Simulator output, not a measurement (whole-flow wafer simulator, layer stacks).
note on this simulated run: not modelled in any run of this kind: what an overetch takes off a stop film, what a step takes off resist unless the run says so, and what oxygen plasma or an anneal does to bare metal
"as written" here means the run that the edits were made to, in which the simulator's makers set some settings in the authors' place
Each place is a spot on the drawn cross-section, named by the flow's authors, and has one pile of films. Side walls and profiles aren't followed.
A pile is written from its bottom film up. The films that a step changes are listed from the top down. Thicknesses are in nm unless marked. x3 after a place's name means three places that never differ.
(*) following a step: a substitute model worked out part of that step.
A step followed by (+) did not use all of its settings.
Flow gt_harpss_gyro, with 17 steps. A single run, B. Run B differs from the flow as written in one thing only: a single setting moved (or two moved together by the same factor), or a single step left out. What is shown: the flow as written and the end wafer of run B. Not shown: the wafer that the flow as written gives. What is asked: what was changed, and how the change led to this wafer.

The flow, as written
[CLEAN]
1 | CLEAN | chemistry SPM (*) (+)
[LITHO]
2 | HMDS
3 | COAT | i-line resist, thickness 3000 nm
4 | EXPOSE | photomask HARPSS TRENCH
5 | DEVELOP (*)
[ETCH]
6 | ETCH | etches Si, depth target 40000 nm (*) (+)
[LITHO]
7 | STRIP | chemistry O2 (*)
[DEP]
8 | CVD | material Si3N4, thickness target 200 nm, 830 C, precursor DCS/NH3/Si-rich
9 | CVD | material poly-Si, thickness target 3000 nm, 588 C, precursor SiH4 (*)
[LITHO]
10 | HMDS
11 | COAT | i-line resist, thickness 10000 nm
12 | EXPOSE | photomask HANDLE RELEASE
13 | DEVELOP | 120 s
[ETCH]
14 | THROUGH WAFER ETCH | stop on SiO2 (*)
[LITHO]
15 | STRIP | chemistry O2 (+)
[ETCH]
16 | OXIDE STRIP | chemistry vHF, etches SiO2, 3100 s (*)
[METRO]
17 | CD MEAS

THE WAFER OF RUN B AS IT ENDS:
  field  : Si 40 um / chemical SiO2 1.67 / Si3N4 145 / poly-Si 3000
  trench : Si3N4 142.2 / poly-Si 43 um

What caused this: step 8, CVD: thickness target 145 nm was run, while the flow as written has thickness target 200 nm.
The wafer itself shows it: field has Si3N4 145, and step 8 as written asks for 200 nm.

The path from the change to this, step by step:
  8 | CVD | material Si3N4, thickness target 200 nm, 830 C, precursor DCS/NH3/Si-rich
      field: +145 Si3N4 (new film) (in the flow as written it would be: +200 Si3N4 (new film))
      trench: +142.2 Si3N4 (new film) (in the flow as written it would be: +195.9 Si3N4 (new film))
  9 | CVD | material poly-Si, thickness target 3000 nm, 588 C, precursor SiH4 (*)
      trench: +43 um poly-Si (new film) (in the flow as written it would be: +43.01 um poly-Si (new film))
